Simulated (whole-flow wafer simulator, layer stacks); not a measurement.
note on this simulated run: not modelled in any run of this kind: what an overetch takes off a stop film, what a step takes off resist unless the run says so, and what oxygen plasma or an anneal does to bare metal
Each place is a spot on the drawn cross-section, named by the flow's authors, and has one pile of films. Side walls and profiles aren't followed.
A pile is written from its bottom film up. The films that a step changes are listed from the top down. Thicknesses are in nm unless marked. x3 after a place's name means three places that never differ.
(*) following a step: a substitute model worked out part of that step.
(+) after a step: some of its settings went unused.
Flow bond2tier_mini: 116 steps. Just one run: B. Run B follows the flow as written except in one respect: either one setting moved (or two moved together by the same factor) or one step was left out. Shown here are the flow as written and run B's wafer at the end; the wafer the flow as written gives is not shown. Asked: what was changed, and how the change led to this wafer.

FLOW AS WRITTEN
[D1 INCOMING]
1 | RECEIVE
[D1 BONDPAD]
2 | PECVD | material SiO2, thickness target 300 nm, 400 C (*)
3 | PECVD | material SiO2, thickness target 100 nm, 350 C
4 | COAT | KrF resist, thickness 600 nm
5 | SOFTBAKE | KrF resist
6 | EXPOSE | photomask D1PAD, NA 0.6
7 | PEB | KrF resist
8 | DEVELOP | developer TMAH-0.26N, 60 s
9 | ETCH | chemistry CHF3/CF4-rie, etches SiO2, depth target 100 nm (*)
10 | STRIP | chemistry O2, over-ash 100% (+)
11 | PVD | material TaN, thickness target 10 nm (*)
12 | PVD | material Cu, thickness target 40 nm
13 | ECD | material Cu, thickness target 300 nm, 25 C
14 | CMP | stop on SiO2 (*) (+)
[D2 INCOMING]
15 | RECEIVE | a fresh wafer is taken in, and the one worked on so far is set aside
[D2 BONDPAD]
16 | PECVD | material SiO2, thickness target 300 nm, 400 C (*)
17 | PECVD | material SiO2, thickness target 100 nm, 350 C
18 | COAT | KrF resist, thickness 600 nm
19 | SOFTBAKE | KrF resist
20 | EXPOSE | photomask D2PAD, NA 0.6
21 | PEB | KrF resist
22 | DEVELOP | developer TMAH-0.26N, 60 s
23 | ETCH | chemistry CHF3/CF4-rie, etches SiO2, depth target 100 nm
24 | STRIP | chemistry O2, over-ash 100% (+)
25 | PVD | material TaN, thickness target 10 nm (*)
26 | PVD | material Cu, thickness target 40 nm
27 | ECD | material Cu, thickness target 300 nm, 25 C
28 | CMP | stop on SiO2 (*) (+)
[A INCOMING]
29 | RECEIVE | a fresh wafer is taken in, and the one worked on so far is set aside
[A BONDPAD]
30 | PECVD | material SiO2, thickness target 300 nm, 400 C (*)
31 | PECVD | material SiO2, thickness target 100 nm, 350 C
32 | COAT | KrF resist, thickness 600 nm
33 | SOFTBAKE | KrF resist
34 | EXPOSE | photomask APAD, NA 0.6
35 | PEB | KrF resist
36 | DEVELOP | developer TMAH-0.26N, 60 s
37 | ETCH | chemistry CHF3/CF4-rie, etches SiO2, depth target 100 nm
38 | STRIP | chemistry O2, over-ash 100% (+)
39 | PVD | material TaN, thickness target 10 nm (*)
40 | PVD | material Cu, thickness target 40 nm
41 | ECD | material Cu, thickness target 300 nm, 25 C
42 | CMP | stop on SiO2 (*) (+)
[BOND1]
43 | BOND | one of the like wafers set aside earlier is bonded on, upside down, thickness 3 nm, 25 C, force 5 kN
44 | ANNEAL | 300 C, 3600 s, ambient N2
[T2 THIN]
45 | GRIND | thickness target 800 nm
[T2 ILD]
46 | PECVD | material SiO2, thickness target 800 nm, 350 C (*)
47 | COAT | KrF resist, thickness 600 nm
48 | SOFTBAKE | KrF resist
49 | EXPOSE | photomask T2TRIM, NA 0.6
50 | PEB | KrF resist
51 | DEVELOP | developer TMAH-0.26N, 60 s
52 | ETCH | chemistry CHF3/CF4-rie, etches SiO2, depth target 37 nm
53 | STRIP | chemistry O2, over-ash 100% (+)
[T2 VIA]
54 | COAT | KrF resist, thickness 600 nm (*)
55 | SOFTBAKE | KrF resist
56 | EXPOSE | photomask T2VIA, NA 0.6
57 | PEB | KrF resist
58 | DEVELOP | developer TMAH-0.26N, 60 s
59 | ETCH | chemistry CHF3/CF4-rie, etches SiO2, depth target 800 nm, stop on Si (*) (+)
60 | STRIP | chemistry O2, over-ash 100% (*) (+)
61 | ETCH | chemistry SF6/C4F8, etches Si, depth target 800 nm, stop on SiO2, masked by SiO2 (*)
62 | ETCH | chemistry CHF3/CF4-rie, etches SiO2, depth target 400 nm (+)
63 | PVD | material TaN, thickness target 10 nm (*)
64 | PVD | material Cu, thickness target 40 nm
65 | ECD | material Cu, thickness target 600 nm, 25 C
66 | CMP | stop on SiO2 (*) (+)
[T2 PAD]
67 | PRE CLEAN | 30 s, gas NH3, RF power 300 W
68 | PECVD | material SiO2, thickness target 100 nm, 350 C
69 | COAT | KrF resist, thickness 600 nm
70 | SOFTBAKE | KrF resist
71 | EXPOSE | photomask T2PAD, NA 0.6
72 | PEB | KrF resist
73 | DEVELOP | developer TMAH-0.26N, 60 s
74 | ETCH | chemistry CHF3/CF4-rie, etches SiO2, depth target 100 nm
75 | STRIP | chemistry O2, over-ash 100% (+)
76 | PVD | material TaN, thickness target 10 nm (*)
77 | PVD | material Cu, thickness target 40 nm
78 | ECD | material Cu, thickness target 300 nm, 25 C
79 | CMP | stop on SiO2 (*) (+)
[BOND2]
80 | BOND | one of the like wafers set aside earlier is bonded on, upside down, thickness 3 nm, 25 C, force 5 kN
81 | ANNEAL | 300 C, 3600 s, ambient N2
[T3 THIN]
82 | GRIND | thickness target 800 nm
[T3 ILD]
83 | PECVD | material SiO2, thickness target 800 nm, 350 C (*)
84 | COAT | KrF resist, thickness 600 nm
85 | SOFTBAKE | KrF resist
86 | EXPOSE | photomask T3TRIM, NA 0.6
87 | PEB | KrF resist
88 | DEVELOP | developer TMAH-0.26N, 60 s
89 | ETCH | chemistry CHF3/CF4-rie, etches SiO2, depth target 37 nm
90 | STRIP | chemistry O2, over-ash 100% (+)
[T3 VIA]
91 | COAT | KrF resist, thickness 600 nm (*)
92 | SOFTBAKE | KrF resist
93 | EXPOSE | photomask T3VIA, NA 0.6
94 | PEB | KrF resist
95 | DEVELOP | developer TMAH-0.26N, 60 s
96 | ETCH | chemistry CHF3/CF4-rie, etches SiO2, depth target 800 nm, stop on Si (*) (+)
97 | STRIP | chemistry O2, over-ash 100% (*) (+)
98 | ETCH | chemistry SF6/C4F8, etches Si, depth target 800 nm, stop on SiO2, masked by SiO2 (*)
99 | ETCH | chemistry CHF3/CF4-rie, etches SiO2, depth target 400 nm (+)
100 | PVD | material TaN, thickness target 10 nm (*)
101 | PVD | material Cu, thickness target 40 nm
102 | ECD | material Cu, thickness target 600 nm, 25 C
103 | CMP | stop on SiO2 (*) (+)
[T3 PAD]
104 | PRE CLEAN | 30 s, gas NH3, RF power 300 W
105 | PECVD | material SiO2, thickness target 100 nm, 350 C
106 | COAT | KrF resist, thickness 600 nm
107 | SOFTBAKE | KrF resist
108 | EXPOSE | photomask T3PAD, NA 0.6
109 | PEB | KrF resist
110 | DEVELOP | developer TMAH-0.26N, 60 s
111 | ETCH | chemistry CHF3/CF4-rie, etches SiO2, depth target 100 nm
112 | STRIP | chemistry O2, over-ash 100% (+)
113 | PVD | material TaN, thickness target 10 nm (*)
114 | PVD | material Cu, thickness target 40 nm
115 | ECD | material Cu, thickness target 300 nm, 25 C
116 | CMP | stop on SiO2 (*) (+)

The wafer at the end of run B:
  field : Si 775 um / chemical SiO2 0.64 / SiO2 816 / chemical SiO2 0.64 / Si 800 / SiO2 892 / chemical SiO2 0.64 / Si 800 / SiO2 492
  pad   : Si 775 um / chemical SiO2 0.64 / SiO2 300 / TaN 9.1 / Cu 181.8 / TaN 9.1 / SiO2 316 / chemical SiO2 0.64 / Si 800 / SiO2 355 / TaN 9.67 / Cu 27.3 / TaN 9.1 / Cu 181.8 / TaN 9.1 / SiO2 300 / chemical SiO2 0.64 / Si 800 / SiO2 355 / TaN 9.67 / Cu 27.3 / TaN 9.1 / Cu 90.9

What caused this: step 3, PECVD: thickness target 116 nm was run, while the flow as written has thickness target 100 nm.

How this came from the change, step by step:
  3 | PECVD | material SiO2, thickness target 100 nm, 350 C
      field, pad, via: SiO2 gains 116 (as written it would have been: SiO2 gains 100)
  43 | BOND | one of the like wafers set aside earlier is bonded on, upside down, thickness 3 nm, 25 C, force 5 kN
      field: Si gains 775 um (new film), chemical SiO2 gains 0.64 (new film), SiO2 gains 416 (as written it would have been: Si gains 775 um (new film), chemical SiO2 gains 0.64 (new film), SiO2 gains 400)
      pad: Si gains 775 um (new film), chemical SiO2 gains 0.64 (new film), SiO2 gains 316 (new film), TaN gains 9.1 (new film), Cu gains 90.9 (as written it would have been: Si gains 775 um (new film), chemical SiO2 gains 0.64 (new film), SiO2 gains 300 (new film), TaN gains 9.1 (new film), Cu gains 90.9)
      (also at 1 further place)
